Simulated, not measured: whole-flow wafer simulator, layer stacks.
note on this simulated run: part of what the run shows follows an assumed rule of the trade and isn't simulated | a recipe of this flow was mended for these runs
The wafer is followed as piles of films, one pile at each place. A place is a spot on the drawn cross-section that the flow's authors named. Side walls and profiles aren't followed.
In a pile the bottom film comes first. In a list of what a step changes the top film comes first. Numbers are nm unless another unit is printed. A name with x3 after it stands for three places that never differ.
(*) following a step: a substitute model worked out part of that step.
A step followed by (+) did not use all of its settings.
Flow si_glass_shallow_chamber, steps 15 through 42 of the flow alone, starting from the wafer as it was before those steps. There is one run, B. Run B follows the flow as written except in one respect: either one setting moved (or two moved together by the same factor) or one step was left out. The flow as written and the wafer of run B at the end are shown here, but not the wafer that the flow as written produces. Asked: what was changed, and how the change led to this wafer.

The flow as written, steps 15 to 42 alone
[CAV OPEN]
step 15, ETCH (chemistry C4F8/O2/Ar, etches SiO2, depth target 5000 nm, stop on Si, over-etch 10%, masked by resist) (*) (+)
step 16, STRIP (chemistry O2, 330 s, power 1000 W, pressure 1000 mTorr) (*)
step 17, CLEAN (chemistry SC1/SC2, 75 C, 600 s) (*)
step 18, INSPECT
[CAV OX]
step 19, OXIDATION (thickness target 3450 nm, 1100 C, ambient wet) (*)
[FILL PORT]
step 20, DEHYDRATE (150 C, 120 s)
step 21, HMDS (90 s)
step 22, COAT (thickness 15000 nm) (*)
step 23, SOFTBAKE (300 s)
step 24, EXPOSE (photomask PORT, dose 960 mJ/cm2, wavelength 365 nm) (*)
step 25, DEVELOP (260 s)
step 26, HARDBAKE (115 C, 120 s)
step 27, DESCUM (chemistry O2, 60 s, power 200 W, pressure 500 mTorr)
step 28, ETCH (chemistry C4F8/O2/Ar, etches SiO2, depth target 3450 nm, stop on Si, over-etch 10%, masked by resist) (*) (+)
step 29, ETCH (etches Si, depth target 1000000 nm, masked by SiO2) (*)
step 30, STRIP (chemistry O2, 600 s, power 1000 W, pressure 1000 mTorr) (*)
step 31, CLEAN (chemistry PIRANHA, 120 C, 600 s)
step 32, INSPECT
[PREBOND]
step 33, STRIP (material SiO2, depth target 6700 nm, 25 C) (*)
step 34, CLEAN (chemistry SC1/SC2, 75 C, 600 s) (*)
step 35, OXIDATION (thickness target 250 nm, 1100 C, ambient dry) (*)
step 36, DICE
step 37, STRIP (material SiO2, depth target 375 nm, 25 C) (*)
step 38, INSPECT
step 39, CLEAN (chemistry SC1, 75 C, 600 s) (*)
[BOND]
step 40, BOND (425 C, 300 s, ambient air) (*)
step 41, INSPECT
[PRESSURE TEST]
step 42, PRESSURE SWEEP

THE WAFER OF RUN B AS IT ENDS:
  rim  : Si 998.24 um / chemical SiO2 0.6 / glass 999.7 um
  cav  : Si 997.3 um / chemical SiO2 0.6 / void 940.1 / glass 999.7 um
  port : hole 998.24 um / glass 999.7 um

What caused this: step 19, OXIDATION: thickness target 2700 nm was run, while the flow as written has thickness target 3450 nm.

Step by step, how the change led to this:
  step 19, OXIDATION (thickness target 3450 nm, 1100 C, ambient wet) (*)
      rim, ramp, septum, ring: SiO2 gains 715, Si loses 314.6 (in the flow as written it would be: SiO2 gains 1110.9, Si loses 488.8)
      cav, port: SiO2 gains 2700 (new film), chemical SiO2 loses 0.6 (all of it), Si loses 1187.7 (in the flow as written it would be: SiO2 gains 3450 (new film), chemical SiO2 loses 0.6 (all of it), Si loses 1517.7)
  step 22, COAT (thickness 15000 nm) (*)
      rim: thick-i-line-resist gains 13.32 um (new film) (in the flow as written it would be: thick-i-line-resist gains 13.4 um (new film))
      ramp: thick-i-line-resist gains 12.78 um (new film) (in the flow as written it would be: thick-i-line-resist gains 12.89 um (new film))
      (also at 3 further places)
  step 23, SOFTBAKE (300 s)
      rim: thick-i-line-resist loses 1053 (in the flow as written it would be: thick-i-line-resist loses 997)
      ramp: thick-i-line-resist loses 516.9 (in the flow as written it would be: thick-i-line-resist loses 487.1)
      (also at 4 further places)
  step 25, DEVELOP (260 s)
      port: thick-i-line-resist loses 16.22 um (all of it) (in the flow as written it would be: thick-i-line-resist loses 16.16 um (all of it))
  step 28, ETCH (chemistry C4F8/O2/Ar, etches SiO2, depth target 3450 nm, stop on Si, over-etch 10%, masked by resist) (*) (+)
      rim, ramp, cav, septum, ring: thick-i-line-resist loses 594 (in the flow as written it would be: thick-i-line-resist loses 759)
      port: SiO2 loses 2700 (all of it), Si loses 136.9 (in the flow as written it would be: SiO2 loses 3450 (all of it), Si loses 43.1)
  step 29, ETCH (etches Si, depth target 1000000 nm, masked by SiO2) (*)
      rim, ramp: thick-i-line-resist loses 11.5 um (all of it), SiO2 loses 1601.5 (in the flow as written it would be: thick-i-line-resist loses 11.47 um (all of it), SiO2 loses 1617.3)
      port: hole gains 997.28 um (new film), Si loses 997.28 um (all of it) (in the flow as written it would be: hole gains 997.05 um (new film), Si loses 997.05 um (all of it))
      (also at 2 further places)
  step 30, STRIP (chemistry O2, 600 s, power 1000 W, pressure 1000 mTorr) (*)
      cav: thick-i-line-resist loses 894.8 (all of it) (in the flow as written it would be: thick-i-line-resist loses 669.6 (all of it))
  step 33, STRIP (material SiO2, depth target 6700 nm, 25 C) (*)
      rim, ramp: SiO2 loses 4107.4 (all of it) (in the flow as written it would be: SiO2 loses 4487.5 (all of it))
      cav: SiO2 loses 2700 (all of it) (in the flow as written it would be: SiO2 loses 3450 (all of it))
      (also at 2 further places)
  step 40, BOND (425 C, 300 s, ambient air) (*)
      cav: glass gains 999.7 um (new film), void gains 940.1 (new film) (in the flow as written it would be: glass gains 999.7 um (new film), void gains 1095.9 (new film))
      port: glass gains 999.7 um (new film), hole gains 955.2 (in the flow as written it would be: glass gains 999.7 um (new film), hole gains 1017.3)
